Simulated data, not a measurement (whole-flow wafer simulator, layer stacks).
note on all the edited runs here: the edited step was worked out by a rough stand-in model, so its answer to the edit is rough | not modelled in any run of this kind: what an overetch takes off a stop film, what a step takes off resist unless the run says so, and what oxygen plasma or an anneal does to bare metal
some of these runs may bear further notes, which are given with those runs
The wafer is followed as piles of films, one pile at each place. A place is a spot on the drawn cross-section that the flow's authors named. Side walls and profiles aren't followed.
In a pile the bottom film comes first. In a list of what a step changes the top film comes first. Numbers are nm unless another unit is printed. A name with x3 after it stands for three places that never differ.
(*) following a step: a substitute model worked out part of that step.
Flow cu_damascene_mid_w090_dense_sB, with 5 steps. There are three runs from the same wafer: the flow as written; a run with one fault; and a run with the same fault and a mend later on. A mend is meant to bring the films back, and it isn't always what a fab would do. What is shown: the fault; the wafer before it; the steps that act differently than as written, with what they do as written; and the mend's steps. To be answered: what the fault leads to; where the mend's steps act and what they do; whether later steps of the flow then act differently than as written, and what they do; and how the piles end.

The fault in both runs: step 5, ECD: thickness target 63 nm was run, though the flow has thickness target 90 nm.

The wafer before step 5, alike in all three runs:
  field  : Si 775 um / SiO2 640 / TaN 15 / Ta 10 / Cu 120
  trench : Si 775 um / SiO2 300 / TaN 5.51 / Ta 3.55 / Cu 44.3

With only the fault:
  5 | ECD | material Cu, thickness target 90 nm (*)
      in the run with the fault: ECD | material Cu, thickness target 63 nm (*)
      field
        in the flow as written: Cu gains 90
        in the run with the fault: Cu gains 63
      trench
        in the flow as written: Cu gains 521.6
        in the run with the fault: Cu gains 494.6
  Later steps of the flow that are run all act as written at every place that is followed.
  The piles end different from the flow's at field, trench by more than 2% or 0.5 nm, whichever is larger.
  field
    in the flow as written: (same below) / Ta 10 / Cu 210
    in the run with the fault: (same below) / Ta 10 / Cu 183
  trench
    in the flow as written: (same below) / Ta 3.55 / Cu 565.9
    in the run with the fault: (same below) / Ta 3.55 / Cu 538.9

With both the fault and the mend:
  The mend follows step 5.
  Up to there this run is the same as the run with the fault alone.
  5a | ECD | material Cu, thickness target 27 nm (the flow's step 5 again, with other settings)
      field, trench
        Cu gains 27
  Later steps of the flow that are run all act as written at every place that is followed.
  At every place that both follow, the piles at the end match the flow's.
